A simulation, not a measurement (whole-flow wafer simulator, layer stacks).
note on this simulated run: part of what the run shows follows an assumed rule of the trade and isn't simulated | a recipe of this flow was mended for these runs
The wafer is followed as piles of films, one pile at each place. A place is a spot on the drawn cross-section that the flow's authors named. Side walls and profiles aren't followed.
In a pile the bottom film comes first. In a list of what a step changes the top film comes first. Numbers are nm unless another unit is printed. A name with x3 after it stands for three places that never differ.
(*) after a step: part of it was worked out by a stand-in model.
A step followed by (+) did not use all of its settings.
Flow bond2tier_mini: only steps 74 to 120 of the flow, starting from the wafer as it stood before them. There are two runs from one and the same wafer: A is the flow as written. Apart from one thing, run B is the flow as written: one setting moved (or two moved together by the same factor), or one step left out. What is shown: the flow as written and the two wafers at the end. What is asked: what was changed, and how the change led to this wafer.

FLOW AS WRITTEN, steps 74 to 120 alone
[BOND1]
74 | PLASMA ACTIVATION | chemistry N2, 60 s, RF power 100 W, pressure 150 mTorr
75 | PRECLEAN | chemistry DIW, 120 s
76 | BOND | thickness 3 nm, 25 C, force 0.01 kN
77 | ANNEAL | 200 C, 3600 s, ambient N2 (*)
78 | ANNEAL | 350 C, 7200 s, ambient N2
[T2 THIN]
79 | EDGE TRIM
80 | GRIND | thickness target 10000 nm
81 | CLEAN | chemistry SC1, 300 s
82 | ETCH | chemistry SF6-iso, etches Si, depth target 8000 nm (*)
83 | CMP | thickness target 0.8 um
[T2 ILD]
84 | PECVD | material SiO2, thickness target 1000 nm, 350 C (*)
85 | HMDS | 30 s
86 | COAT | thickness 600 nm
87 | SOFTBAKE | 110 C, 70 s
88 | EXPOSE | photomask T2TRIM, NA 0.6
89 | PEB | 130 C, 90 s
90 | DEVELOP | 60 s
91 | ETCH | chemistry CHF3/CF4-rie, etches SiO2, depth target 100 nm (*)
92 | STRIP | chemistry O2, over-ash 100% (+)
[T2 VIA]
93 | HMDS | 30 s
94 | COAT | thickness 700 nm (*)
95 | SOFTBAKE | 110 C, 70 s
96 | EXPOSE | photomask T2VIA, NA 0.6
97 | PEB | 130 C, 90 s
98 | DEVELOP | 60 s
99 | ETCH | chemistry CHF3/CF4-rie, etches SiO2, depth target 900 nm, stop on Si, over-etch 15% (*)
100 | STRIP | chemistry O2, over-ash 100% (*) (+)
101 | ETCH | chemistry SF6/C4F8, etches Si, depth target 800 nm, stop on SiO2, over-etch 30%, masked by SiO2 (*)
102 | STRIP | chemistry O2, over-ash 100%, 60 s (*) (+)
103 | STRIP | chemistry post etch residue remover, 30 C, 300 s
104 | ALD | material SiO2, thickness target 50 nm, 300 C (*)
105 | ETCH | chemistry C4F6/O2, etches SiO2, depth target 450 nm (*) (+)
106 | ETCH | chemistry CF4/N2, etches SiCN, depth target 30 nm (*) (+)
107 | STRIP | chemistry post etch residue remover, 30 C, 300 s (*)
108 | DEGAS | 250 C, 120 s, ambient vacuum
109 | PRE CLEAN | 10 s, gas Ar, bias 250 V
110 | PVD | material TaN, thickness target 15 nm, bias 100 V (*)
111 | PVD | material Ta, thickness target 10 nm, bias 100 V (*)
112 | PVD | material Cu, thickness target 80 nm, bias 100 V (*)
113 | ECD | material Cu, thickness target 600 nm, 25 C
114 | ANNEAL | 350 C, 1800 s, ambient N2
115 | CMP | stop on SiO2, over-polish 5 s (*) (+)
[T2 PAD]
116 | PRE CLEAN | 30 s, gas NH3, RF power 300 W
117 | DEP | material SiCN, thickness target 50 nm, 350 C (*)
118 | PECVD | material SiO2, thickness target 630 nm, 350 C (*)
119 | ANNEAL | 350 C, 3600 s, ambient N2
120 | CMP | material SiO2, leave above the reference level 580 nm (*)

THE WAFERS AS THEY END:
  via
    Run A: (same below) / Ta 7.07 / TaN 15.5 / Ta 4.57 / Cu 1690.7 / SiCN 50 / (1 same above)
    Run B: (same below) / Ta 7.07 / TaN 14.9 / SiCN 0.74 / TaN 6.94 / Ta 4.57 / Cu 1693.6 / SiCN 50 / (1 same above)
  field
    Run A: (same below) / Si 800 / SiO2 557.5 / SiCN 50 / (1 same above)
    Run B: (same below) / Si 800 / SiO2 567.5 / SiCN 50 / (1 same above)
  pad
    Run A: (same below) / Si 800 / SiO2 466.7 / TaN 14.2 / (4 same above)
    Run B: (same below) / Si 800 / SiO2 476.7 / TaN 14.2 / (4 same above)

Cause: step 106, ETCH: depth target 15 nm was run, though the flow has depth target 30 nm.

Step by step, how the change led to this:
  106 | ETCH | chemistry CF4/N2, etches SiCN, depth target 30 nm (*) (+)
      via: A SiCN loses 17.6 (all of it), TaN loses 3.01 | B SiCN loses 15
      field, pad: A SiO2 loses 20 | B SiO2 loses 10
  109 | PRE CLEAN | 10 s, gas Ar, bias 250 V
      via: A TaN loses 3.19 | B SiCN loses 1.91
  110 | PVD | material TaN, thickness target 15 nm, bias 100 V (*)
      via: A TaN gains 6.94 | B TaN gains 6.94 (new film)
If metal films that touch count as one body, via has 2 bodies (between them, from the top down: SiCN 0.74); the flow as written gives 1 body.
